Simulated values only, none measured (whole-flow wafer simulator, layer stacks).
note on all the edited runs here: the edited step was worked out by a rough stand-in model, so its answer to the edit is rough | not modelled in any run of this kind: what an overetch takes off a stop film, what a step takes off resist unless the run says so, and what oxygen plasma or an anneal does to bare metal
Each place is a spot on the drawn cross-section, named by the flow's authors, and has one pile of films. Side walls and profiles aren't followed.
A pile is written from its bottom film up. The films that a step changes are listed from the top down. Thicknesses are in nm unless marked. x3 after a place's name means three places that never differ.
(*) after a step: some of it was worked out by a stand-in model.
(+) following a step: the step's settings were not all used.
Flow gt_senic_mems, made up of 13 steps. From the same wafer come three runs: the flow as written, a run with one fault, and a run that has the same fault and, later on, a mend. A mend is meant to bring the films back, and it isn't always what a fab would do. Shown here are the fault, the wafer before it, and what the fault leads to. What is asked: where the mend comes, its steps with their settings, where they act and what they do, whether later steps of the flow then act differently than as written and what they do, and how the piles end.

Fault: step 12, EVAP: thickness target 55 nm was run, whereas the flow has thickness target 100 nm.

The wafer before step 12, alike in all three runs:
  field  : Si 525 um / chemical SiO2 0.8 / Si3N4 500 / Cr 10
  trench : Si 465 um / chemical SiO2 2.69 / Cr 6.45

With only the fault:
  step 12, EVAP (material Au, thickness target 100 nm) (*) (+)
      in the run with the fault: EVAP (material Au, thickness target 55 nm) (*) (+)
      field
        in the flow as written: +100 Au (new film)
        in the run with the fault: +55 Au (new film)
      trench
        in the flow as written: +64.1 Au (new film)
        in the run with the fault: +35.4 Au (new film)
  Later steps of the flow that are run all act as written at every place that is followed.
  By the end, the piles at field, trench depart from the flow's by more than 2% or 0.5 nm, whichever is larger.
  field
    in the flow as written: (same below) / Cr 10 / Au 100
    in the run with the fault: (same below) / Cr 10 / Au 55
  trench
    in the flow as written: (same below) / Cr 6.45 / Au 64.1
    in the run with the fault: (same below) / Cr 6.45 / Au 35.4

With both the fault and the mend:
  The mend stands after step 13.
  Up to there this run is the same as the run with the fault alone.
  step 13a, EVAP (material Au, thickness target 45 nm) (*) (+) (a further turn of the flow's step 12, with different settings)
      field
        +45 Au
      trench
        +29 Au
  Later steps of the flow that are run all act as written at every place that is followed.
  At the end the piles are close to the flow's at the places that both follow, differing by at most 2% or 0.5 nm, whichever is larger.
